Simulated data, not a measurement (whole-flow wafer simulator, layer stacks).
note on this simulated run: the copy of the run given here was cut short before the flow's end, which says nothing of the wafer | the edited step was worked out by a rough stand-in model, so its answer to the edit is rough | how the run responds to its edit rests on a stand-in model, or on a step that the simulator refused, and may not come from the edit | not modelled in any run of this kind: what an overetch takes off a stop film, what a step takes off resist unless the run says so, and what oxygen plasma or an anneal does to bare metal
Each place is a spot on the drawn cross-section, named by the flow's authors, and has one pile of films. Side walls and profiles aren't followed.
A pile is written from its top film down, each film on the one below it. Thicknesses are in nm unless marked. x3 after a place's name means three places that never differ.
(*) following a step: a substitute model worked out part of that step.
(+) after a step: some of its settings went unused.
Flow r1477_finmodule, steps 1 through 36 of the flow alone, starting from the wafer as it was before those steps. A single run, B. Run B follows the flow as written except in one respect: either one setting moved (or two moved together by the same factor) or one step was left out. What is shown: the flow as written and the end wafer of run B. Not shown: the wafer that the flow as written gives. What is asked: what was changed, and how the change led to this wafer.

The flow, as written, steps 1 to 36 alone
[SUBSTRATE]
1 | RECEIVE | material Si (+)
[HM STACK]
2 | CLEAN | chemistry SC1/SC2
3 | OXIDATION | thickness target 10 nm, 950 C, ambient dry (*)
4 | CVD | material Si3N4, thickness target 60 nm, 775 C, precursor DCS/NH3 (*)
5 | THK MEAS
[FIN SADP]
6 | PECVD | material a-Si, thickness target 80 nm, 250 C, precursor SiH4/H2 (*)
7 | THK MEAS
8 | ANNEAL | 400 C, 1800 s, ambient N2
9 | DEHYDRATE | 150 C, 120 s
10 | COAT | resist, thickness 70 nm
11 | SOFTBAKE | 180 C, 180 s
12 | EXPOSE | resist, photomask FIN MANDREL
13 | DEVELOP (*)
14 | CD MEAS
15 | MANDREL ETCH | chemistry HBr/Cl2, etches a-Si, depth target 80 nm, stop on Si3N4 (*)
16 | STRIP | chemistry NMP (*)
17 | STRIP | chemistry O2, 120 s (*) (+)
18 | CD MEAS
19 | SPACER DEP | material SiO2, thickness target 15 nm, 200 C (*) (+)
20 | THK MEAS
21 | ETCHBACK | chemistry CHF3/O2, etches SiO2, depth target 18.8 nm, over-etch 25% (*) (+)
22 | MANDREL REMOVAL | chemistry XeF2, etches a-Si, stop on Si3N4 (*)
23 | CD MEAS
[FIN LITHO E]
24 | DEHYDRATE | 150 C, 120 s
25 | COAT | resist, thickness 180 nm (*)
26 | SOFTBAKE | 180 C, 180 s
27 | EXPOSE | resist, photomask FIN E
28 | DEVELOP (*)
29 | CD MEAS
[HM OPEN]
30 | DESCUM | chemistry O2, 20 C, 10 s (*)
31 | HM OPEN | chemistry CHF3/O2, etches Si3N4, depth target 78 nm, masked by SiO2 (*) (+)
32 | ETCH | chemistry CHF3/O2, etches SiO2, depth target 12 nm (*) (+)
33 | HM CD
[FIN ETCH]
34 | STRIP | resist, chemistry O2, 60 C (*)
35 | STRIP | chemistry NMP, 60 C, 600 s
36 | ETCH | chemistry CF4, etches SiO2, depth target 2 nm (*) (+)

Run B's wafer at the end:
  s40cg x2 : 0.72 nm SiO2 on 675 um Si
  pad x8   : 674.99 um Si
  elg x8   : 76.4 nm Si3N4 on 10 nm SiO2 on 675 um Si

Cause: step 4, CVD: thickness target 82.5 nm was run, whereas the flow has thickness target 60 nm.

How this came from the change, step by step:
  4 | CVD | material Si3N4, thickness target 60 nm, 775 C, precursor DCS/NH3 (*)
      pad x8, elg x8, esg x2 and 18 more: Si3N4 gains 82.5 (new film) (in the flow as written it would be: Si3N4 gains 60 (new film))
  31 | HM OPEN | chemistry CHF3/O2, etches Si3N4, depth target 78 nm, masked by SiO2 (*) (+)
      pad x8, esg x2, s40sg x2, s45sg x2, s50sg x2: Si3N4 loses 78 (in the flow as written it would be: Si3N4 loses 56.4 (all of it), SiO2 loses 10 (all of it))
      s40cg x2, s45cg x2, s50cg x2: Si3N4 loses 78 (in the flow as written it would be: Si3N4 loses 60 (all of it), SiO2 loses 9)
  32 | ETCH | chemistry CHF3/O2, etches SiO2, depth target 12 nm (*) (+)
      pad x8, s40sg x2, s45sg x2, s50sg x2: Si3N4 loses 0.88 (all of it), SiO2 loses 10 (all of it), Si loses 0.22 (in the flow as written it would be: Si loses 2.4)
      s40cg x2, s45cg x2, s50cg x2: Si3N4 loses 4.5 (all of it), SiO2 loses 7.28 (in the flow as written it would be: SiO2 loses 1 (all of it), Si loses 2.2)
      (as well as at 2 more places)
  34 | STRIP | resist, chemistry O2, 60 C (*)
      s40cg x2, s45cg x2, s50cg x2: nothing (in the flow as written it would be: chemical SiO2 gains 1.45 (new film), Si loses 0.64)
  36 | ETCH | chemistry CF4, etches SiO2, depth target 2 nm (*) (+)
      s40cg x2, s45cg x2, s50cg x2: SiO2 loses 2 (in the flow as written it would be: chemical SiO2 loses 1.45 (all of it), Si loses 0.46)
